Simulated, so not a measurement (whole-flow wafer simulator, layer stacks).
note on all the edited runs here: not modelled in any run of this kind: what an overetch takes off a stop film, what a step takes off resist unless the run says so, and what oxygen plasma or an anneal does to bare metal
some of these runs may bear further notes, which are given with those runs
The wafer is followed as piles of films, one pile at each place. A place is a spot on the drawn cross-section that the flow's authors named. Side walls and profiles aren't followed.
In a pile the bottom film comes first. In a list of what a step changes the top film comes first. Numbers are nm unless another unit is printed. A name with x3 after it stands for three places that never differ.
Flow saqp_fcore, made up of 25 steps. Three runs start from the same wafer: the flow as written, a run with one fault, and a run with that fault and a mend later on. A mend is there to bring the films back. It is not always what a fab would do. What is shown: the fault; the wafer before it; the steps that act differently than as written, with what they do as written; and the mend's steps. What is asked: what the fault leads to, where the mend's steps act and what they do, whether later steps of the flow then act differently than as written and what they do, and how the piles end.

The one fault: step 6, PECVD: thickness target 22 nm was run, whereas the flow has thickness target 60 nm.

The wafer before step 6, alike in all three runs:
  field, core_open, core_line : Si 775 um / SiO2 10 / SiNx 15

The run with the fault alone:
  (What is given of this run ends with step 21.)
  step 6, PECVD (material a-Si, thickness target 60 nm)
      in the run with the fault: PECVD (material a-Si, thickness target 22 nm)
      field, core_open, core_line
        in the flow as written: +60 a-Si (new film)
        in the run with the fault: +22 a-Si (new film)
  Later steps of the flow up to step 21 that are run all act as written at every place that is followed.
  After step 21, at field, core_open, core_line, the piles differ from the flow's by more than 2% or 0.5 nm, whichever is larger.
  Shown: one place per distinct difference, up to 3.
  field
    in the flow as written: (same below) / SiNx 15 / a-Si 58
    in the run with the fault: (same below) / SiNx 15 / a-Si 20
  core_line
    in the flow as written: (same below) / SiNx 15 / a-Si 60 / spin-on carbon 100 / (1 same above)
    in the run with the fault: (same below) / SiNx 15 / a-Si 22 / spin-on carbon 100 / (1 same above)

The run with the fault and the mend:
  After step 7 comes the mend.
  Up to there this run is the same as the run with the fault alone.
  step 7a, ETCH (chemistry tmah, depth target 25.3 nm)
      field, core_open, core_line
        -22 a-Si (all of it)
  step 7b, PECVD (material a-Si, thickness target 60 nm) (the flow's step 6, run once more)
      field, core_open, core_line
        +60 a-Si (new film)
  Later steps of the flow that are run all act as written at every place that is followed.
  At every place that both follow, the piles at the end match the flow's.
